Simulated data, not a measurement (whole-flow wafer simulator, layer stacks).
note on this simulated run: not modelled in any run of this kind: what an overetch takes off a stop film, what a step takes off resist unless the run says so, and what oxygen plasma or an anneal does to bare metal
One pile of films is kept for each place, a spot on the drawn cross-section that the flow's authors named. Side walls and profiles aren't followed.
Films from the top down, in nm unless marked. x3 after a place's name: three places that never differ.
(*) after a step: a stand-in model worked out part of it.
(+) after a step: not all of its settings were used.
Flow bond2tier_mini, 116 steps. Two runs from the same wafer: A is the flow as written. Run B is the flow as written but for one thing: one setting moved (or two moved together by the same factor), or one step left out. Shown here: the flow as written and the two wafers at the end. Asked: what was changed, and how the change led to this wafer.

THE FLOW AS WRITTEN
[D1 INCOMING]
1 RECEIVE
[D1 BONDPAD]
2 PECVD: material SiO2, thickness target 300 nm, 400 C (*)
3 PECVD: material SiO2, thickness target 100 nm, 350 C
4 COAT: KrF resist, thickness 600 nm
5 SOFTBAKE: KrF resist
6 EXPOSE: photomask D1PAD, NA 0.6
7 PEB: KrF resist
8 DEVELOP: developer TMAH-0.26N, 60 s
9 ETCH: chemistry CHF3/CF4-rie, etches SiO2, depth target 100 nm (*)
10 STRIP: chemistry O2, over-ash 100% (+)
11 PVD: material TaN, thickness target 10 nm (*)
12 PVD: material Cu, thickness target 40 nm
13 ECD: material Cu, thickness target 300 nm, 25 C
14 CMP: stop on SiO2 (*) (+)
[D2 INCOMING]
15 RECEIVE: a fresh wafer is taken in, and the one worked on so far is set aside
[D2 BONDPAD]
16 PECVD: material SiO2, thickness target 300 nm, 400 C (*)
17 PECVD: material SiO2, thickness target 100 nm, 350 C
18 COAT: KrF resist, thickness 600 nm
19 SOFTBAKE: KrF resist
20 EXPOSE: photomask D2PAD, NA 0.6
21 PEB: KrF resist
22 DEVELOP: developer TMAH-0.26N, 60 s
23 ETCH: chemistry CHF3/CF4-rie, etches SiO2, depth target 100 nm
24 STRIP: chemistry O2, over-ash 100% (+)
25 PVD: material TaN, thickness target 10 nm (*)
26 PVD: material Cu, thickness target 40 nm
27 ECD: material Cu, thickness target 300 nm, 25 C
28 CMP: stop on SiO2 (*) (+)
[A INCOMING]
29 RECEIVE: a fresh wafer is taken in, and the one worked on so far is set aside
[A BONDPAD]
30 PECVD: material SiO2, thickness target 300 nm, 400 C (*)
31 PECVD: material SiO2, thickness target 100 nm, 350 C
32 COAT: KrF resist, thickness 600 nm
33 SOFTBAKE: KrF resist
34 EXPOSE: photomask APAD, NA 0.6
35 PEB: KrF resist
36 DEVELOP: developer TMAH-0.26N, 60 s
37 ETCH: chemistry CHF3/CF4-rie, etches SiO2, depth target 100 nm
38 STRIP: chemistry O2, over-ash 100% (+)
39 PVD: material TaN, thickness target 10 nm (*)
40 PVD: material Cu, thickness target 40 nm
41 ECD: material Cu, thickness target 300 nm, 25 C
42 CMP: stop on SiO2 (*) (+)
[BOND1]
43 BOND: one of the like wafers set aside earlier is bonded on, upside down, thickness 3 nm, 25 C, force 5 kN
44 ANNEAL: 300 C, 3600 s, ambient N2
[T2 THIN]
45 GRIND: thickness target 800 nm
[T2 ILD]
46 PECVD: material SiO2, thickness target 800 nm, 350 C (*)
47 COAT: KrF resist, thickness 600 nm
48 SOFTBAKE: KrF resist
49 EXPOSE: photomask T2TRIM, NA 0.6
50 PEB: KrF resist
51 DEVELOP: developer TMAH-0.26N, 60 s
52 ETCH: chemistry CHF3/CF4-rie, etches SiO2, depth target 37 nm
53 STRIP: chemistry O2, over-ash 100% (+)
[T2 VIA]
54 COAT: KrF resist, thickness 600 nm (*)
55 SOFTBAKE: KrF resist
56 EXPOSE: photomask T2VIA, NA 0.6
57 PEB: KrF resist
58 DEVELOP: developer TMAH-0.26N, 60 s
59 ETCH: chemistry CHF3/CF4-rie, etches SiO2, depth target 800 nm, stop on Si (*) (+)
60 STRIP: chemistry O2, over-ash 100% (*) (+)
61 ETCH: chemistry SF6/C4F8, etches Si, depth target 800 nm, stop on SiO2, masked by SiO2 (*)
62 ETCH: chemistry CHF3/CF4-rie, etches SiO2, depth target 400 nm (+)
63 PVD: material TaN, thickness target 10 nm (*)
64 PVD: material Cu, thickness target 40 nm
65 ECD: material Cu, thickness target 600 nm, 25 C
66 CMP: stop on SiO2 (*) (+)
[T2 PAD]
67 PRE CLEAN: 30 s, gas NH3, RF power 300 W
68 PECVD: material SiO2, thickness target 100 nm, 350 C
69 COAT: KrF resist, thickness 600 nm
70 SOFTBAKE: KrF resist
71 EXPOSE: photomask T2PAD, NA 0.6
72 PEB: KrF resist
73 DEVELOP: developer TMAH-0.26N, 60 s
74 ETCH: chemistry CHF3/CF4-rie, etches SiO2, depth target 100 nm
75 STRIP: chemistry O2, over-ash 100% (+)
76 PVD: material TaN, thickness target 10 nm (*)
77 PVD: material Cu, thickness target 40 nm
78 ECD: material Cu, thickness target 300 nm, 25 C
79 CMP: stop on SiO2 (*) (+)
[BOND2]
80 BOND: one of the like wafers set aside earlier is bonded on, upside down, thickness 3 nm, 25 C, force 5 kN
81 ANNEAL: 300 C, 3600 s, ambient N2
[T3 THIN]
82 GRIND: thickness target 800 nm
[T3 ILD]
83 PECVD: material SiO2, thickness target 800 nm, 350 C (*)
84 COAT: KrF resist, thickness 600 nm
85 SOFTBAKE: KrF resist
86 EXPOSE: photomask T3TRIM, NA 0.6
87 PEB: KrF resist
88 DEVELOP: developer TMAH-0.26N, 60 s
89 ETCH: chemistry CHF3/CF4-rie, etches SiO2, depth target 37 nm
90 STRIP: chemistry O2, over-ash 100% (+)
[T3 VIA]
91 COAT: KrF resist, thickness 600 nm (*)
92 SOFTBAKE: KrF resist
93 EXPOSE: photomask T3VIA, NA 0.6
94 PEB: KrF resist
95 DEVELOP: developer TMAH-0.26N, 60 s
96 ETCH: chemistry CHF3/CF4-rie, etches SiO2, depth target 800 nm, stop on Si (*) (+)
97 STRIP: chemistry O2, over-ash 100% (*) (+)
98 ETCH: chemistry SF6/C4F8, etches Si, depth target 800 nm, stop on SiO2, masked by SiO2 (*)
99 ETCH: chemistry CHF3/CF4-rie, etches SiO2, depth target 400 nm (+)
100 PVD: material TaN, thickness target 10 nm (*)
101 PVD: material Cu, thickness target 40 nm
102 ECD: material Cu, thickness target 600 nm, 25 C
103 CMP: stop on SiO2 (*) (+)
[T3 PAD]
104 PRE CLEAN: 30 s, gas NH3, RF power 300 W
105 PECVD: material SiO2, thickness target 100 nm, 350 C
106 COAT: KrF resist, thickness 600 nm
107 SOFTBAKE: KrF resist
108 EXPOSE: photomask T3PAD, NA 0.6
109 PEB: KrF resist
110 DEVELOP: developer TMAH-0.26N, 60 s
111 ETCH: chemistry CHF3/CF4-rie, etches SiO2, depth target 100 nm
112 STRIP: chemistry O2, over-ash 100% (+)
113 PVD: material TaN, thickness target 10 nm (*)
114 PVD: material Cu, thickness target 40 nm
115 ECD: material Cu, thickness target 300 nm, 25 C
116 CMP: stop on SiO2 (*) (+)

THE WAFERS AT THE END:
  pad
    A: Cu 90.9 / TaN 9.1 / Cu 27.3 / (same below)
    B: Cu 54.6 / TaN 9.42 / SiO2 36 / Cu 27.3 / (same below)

The cause: step 111, ETCH: depth target 64 nm was run, where the flow has depth target 100 nm.

How the change led to this, step by step:
  111 ETCH: chemistry CHF3/CF4-rie, etches SiO2, depth target 100 nm
      pad: A SiO2 -100 (all of it) | B SiO2 -64
      field: A KrF resist -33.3 | B KrF resist -21.3
  112 STRIP: chemistry O2, over-ash 100% (+)
      field: A KrF resist -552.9 (all of it) | B KrF resist -564.9 (all of it)
  114 PVD: material Cu, thickness target 40 nm
      pad: A Cu +36.4 (new film) | B Cu +37.7 (new film)
  115 ECD: material Cu, thickness target 300 nm, 25 C
      pad: A Cu +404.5 | B Cu +366.9
Counting metal films that touch as one body, pad has 4 bodies (between them, from the top down: SiO2 36; SiO2 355 / Si 800 / chemical SiO2 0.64 / SiO2 300; SiO2 355 / Si 800 / chemical SiO2 0.64 / SiO2 300); the flow as written gives 3 bodies (between them, from the top down: SiO2 355 / Si 800 / chemical SiO2 0.64 / SiO2 300; SiO2 355 / Si 800 / chemical SiO2 0.64 / SiO2 300).
